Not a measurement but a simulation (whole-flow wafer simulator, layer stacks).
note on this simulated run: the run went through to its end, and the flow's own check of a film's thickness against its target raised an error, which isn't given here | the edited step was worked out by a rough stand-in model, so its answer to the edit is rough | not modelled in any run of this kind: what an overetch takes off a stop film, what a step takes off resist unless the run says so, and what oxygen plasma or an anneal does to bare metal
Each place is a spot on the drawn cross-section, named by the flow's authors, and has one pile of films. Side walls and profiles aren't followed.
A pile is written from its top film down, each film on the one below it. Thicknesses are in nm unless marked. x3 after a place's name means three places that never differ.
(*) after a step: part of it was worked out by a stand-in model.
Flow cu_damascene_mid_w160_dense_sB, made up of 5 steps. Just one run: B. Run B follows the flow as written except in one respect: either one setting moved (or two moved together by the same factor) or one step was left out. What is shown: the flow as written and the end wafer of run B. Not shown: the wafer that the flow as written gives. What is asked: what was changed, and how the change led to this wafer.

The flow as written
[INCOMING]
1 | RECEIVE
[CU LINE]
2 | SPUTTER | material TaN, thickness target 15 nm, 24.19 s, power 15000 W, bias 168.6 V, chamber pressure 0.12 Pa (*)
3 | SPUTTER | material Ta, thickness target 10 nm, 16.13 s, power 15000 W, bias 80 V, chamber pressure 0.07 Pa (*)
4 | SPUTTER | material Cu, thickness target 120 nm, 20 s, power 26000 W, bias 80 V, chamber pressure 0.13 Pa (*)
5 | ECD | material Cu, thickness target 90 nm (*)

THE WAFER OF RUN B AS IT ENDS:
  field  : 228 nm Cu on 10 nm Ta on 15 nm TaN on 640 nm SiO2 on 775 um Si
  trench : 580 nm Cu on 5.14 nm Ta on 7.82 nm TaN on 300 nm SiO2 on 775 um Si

The reason: step 4, SPUTTER: thickness target 138 nm was run, whereas the flow has thickness target 120 nm; step 4, SPUTTER: 23 s was run, where the flow has 20 s.

The path from the change to this, step by step:
  4 | SPUTTER | material Cu, thickness target 120 nm, 20 s, power 26000 W, bias 80 V, chamber pressure 0.13 Pa (*)
      field: +138 Cu (new film) (as written it would have been: +120 Cu (new film))
      trench: +71.3 Cu (new film) (as written it would have been: +62 Cu (new film))
